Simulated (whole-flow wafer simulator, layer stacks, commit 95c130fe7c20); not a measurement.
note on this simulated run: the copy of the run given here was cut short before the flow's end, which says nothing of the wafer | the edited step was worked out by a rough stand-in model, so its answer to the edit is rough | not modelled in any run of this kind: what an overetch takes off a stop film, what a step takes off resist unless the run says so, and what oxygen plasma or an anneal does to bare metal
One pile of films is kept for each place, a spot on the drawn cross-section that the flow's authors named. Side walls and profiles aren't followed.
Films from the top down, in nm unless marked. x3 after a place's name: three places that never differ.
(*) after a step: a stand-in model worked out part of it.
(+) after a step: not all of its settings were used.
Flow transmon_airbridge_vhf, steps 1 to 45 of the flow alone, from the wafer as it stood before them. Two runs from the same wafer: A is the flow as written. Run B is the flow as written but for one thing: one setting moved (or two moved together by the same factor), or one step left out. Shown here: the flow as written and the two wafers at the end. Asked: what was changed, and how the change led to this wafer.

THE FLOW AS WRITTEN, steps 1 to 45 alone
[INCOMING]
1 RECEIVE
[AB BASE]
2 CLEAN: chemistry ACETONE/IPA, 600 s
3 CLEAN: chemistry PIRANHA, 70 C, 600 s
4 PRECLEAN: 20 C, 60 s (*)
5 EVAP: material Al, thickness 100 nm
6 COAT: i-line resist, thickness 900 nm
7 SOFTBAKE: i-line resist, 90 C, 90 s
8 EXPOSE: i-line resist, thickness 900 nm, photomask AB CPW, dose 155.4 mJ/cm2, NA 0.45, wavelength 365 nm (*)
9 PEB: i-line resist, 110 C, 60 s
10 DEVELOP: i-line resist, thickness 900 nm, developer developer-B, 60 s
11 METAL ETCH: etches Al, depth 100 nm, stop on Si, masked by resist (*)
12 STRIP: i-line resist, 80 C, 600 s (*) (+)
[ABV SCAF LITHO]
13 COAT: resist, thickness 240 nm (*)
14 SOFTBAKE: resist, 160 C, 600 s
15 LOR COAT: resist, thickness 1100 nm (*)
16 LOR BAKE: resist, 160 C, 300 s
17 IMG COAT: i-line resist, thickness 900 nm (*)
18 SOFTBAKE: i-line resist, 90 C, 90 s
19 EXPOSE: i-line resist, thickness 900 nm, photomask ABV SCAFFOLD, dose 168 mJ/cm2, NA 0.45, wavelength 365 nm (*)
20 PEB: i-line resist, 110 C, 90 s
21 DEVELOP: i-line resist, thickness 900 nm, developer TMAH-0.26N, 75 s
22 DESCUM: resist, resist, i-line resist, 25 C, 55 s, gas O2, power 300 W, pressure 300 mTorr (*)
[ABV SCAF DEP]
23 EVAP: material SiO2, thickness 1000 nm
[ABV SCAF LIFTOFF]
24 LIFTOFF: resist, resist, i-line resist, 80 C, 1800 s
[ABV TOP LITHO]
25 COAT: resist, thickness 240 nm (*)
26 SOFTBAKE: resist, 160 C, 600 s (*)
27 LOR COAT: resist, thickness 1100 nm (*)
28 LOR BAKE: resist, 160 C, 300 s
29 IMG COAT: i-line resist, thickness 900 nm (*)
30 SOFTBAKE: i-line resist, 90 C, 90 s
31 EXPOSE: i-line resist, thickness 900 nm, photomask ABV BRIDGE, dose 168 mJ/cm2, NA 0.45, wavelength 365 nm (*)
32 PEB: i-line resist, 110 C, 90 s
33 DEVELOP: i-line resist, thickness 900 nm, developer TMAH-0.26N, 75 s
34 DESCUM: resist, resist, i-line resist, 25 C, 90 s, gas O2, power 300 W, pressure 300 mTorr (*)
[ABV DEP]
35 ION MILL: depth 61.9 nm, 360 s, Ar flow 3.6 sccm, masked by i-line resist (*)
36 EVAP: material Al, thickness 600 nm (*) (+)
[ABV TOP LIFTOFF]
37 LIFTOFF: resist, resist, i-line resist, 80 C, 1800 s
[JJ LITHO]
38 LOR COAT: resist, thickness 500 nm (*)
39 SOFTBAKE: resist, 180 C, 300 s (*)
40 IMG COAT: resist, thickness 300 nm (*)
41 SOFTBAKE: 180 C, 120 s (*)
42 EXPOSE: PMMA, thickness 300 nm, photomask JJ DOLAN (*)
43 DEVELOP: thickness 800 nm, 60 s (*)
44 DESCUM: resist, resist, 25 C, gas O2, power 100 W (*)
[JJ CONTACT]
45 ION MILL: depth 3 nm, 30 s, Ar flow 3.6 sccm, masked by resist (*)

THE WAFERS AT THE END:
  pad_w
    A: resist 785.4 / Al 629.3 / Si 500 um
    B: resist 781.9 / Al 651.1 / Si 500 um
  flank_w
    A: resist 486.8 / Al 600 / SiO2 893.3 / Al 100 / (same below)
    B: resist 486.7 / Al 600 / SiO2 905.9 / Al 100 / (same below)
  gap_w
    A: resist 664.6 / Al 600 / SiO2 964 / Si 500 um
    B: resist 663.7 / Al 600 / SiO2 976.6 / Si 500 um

The cause: step 35, ION MILL: 234 s was run, where the flow has 360 s.

How the change led to this, step by step:
  35 ION MILL: depth 61.9 nm, 360 s, Ar flow 3.6 sccm, masked by i-line resist (*)
      field x3, jj_line, ground_far, trace_open_s x2, margin_s, margin_n: A i-line resist -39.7 | B i-line resist -25.8
      flank_w, gap_w, cpw_trace, gap_e, flank_e, bridge_strip: A SiO2 -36 | B SiO2 -23.4
      (and at 2 more places)
  37 LIFTOFF: resist, resist, i-line resist, 80 C, 1800 s
      field x3, jj_line, trace_open_s x2: A Al -600 (all of it), i-line resist -600 (all of it), resist -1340 (all of it) | B Al -600 (all of it), i-line resist -613.9 (all of it), resist -1340 (all of it)
      margin_s, margin_n: A Al -600 (all of it), i-line resist -318.3 (all of it), resist -992 (all of it) | B Al -600 (all of it), i-line resist -332.2 (all of it), resist -992 (all of it)
